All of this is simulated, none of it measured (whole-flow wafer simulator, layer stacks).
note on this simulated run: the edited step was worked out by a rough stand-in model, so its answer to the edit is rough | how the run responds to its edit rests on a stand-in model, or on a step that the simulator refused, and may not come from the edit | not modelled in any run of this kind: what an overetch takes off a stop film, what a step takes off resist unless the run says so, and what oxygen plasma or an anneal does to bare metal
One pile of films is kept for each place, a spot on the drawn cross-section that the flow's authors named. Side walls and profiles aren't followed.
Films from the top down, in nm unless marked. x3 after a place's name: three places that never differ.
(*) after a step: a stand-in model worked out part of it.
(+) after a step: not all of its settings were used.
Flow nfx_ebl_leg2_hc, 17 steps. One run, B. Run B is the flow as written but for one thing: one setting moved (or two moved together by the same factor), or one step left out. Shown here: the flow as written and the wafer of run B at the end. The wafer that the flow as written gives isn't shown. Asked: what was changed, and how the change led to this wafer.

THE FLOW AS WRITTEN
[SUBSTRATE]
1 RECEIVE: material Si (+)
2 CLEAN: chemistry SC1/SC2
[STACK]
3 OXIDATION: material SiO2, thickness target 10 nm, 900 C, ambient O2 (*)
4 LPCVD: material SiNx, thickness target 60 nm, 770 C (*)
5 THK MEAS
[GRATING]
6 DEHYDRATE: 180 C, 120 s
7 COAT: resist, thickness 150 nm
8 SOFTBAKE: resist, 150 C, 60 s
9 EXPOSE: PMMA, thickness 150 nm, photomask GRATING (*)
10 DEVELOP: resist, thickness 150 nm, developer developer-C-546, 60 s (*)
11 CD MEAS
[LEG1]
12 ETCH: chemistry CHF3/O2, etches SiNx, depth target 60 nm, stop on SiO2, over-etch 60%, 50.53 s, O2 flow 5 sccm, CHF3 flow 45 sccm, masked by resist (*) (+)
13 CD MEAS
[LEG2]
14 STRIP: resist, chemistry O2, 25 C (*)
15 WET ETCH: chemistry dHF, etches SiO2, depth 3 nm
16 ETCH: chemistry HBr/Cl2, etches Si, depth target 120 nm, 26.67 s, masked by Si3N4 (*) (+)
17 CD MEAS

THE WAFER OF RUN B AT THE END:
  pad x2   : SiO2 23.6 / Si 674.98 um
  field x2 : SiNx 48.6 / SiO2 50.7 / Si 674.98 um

The cause: step 3, OXIDATION: 1080 C was run, where the flow has 900 C.

How the change led to this, step by step:
  3 OXIDATION: material SiO2, thickness target 10 nm, 900 C, ambient O2 (*)
      field x2, pad x2: SiO2 +50.7 (new film), chemical SiO2 -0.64 (all of it), Si -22 (as written it would be: SiO2 +10 (new film), chemical SiO2 -0.64 (all of it), Si -4.12)
  12 ETCH: chemistry CHF3/O2, etches SiNx, depth target 60 nm, stop on SiO2, over-etch 60%, 50.53 s, O2 flow 5 sccm, CHF3 flow 45 sccm, masked by resist (*) (+)
      pad x2: SiNx -60 (all of it), SiO2 -18 (as written it would be: SiNx -60 (all of it), SiO2 -10 (all of it))
  14 STRIP: resist, chemistry O2, 25 C (*)
      pad x2: nothing (as written it would be: chemical SiO2 +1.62 (new film), Si -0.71)
  15 WET ETCH: chemistry dHF, etches SiO2, depth 3 nm
      pad x2: SiO2 -3 (as written it would be: chemical SiO2 -1.62 (all of it))
  16 ETCH: chemistry HBr/Cl2, etches Si, depth target 120 nm, 26.67 s, masked by Si3N4 (*) (+)
      pad x2: SiO2 -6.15 (as written it would be: Si -120)
